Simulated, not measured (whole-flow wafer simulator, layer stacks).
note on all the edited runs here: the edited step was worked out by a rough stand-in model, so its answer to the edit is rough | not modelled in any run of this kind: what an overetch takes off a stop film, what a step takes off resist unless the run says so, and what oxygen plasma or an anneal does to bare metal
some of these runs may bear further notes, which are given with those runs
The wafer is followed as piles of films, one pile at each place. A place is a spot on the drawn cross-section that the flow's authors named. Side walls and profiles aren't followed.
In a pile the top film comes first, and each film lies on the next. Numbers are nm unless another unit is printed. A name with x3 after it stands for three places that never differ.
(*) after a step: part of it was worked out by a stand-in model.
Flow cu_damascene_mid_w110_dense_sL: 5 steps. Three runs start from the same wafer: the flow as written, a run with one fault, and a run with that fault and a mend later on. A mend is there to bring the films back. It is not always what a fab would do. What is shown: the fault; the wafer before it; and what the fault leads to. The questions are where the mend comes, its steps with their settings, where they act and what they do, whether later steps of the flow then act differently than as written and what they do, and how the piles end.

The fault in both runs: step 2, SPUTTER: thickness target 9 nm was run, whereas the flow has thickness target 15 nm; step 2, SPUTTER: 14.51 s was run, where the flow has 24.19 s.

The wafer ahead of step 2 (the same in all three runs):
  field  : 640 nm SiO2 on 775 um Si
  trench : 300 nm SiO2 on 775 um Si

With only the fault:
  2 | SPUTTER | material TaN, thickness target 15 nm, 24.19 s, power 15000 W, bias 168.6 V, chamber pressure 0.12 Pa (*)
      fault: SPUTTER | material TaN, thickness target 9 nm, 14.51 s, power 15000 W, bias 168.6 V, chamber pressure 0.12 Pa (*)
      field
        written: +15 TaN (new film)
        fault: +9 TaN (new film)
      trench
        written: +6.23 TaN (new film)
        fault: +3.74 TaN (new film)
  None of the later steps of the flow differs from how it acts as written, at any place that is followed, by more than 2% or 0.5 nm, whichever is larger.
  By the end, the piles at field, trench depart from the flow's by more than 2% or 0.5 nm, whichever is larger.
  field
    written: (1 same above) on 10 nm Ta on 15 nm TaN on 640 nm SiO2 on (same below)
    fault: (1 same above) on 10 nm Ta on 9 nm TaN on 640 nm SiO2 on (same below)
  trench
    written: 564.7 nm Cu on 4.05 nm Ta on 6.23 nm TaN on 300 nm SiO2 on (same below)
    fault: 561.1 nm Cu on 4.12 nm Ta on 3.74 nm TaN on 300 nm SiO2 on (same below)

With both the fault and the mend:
  After step 2 comes the mend.
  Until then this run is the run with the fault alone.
  2a | SPUTTER | material TaN, thickness target 6 nm, 9.676 s, power 15000 W, bias 168.6 V, chamber pressure 0.12 Pa (*) (the flow's step 2, run once more with other settings)
      field
        +6 TaN
      trench
        +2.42 TaN
  None of the later steps of the flow differs from how it acts as written, at any place that is followed, by more than 2% or 0.5 nm, whichever is larger.
  At the end the piles are close to the flow's at the places that both follow, differing by at most 2% or 0.5 nm, whichever is larger.
